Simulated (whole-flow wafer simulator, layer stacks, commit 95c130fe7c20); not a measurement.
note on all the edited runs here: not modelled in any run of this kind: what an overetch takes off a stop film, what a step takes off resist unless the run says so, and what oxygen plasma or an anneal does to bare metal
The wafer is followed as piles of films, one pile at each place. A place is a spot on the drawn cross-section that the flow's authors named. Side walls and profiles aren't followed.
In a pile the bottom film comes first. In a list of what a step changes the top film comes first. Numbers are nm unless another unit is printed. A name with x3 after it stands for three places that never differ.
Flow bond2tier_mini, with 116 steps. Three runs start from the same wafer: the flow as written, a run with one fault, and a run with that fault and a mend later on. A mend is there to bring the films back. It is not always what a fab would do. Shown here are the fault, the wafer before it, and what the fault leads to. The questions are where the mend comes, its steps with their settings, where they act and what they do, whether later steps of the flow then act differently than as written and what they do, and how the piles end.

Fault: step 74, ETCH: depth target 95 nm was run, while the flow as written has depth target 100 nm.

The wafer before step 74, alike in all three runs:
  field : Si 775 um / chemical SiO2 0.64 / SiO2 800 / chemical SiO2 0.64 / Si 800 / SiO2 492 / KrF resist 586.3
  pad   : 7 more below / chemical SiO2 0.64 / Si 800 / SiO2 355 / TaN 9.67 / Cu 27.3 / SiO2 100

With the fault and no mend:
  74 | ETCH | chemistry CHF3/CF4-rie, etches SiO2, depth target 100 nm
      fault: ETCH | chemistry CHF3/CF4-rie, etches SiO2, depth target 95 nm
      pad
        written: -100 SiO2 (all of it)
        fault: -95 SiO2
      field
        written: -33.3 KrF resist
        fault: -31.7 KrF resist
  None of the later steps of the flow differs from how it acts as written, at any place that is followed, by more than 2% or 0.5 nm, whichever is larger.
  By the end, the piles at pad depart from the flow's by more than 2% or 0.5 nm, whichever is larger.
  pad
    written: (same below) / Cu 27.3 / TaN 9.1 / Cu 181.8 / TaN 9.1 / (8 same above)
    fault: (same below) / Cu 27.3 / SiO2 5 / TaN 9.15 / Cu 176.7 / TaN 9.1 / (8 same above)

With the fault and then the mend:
  After step 74 comes the mend.
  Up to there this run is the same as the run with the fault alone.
  74a | ETCH | chemistry CHF3/CF4-rie, etches SiO2, depth target 5 nm (the flow's step 74, run once more with other settings)
      field
        -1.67 KrF resist
      pad
        -5 SiO2 (all of it)
  None of the later steps of the flow acts differently than as written at any place that is followed.
  At every place that both follow, the piles at the end match the flow's.
